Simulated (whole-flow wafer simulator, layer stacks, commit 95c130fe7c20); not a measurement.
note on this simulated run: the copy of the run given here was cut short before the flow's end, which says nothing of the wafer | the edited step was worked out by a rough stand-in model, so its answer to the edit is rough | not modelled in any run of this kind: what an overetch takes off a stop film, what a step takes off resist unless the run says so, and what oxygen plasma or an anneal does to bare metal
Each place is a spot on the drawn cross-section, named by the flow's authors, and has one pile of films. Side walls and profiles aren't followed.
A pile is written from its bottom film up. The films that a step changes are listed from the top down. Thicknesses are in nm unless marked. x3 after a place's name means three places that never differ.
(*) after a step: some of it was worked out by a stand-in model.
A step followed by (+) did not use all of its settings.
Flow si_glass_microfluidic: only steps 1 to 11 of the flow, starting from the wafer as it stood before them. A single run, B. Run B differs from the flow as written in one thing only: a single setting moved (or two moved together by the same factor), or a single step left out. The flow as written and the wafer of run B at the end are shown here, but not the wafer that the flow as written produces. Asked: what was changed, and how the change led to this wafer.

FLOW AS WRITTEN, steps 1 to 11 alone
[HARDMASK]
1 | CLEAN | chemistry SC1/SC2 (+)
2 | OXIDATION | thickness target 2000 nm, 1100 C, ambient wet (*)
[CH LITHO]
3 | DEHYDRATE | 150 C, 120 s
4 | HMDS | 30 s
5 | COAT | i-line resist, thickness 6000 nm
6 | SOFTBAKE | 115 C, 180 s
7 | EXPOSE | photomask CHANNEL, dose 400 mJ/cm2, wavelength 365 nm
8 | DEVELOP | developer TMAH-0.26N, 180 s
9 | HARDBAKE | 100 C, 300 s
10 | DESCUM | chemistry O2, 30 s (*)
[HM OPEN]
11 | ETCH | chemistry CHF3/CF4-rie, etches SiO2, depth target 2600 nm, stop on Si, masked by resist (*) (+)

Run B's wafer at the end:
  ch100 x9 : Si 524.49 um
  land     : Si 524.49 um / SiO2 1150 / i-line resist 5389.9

The reason: step 2, OXIDATION: thickness target 1150 nm was run, while the flow as written has thickness target 2000 nm.
The wafer itself shows it: land has SiO2 1150, and step 2 as written asks for 2000 nm.

The path from the change to this, step by step:
  2 | OXIDATION | thickness target 2000 nm, 1100 C, ambient wet (*)
      land, ch100 x9: +1150 SiO2 (new film), -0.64 chemical SiO2 (all of it), -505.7 Si (in the flow as written it would be: +2000 SiO2 (new film), -0.64 chemical SiO2 (all of it), -879.7 Si)
  11 | ETCH | chemistry CHF3/CF4-rie, etches SiO2, depth target 2600 nm, stop on Si, masked by resist (*) (+)
      ch100 x9: -1150 SiO2 (all of it) (in the flow as written it would be: -2000 SiO2 (all of it))
      land: -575 i-line resist (in the flow as written it would be: -866.7 i-line resist)
